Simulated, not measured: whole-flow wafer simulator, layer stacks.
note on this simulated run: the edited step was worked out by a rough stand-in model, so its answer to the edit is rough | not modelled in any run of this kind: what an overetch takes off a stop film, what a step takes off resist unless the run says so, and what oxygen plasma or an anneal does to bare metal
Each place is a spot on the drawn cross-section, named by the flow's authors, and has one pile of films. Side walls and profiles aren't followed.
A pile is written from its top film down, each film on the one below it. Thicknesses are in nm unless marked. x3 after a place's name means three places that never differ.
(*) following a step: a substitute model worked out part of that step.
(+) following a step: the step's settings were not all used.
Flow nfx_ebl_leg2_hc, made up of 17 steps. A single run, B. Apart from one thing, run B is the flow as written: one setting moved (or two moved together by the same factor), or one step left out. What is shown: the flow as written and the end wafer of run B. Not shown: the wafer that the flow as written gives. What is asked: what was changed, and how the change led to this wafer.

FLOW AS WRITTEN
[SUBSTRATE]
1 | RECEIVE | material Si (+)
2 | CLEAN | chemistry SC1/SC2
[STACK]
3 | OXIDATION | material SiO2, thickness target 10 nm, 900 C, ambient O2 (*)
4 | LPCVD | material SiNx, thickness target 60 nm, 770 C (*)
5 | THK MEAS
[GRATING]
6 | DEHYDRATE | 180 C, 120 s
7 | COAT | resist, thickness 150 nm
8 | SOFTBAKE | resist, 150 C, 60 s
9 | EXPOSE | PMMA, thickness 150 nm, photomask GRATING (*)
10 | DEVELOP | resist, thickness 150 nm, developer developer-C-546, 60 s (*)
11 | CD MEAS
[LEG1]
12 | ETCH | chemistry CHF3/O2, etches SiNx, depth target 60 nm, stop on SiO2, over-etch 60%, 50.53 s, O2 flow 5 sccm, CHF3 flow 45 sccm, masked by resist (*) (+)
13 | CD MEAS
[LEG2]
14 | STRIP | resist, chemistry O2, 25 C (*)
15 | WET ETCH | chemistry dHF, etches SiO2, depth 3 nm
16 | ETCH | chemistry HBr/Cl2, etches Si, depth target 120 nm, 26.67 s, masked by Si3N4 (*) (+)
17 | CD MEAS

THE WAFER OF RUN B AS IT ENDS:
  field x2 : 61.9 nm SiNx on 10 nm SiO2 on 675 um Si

Cause: step 4, LPCVD: thickness target 73.3 nm was run, though the flow has thickness target 60 nm.

Step by step, how the change led to this:
  4 | LPCVD | material SiNx, thickness target 60 nm, 770 C (*)
      field x2, pad x2: +73.3 SiNx (new film) (it would be, as written: +60 SiNx (new film))
  12 | ETCH | chemistry CHF3/O2, etches SiNx, depth target 60 nm, stop on SiO2, over-etch 60%, 50.53 s, O2 flow 5 sccm, CHF3 flow 45 sccm, masked by resist (*) (+)
      pad x2: -73.3 SiNx (all of it), -10 SiO2 (all of it) (it would be, as written: -60 SiNx (all of it), -10 SiO2 (all of it))
